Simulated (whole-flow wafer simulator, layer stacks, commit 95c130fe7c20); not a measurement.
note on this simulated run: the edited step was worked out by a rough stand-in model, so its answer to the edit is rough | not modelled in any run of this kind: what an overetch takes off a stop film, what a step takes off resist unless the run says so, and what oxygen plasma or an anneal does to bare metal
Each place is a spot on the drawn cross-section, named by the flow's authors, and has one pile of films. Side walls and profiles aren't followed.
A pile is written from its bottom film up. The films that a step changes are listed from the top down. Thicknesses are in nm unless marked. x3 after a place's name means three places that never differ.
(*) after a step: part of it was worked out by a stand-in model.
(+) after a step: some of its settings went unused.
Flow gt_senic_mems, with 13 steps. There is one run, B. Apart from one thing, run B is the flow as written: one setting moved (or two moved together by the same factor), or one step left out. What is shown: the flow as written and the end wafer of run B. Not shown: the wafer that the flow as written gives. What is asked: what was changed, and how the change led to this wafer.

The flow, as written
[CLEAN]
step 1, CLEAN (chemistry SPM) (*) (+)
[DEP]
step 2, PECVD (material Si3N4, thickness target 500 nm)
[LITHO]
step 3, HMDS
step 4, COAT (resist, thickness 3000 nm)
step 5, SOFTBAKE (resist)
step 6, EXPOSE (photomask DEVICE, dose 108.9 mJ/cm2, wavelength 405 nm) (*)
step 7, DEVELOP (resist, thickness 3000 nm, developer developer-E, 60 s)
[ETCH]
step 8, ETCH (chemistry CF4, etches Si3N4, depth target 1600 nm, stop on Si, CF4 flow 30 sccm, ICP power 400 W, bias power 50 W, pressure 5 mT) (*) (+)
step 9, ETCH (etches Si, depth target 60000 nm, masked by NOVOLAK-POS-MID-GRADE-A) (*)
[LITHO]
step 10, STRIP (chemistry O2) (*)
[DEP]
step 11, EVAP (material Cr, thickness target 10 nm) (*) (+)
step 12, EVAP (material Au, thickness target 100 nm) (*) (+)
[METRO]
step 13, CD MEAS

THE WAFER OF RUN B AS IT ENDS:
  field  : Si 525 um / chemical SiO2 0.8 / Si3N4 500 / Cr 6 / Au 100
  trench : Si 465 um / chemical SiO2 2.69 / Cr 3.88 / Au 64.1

What caused this: step 11, EVAP: thickness target 6 nm was run, though the flow has thickness target 10 nm.
The wafer lets one read it off: field has Cr 6, and step 11 as written asks for 10 nm.

How this came from the change, step by step:
  step 11, EVAP (material Cr, thickness target 10 nm) (*) (+)
      field: +6 Cr (new film) (in the flow as written it would be: +10 Cr (new film))
      trench: +3.88 Cr (new film) (in the flow as written it would be: +6.45 Cr (new film))
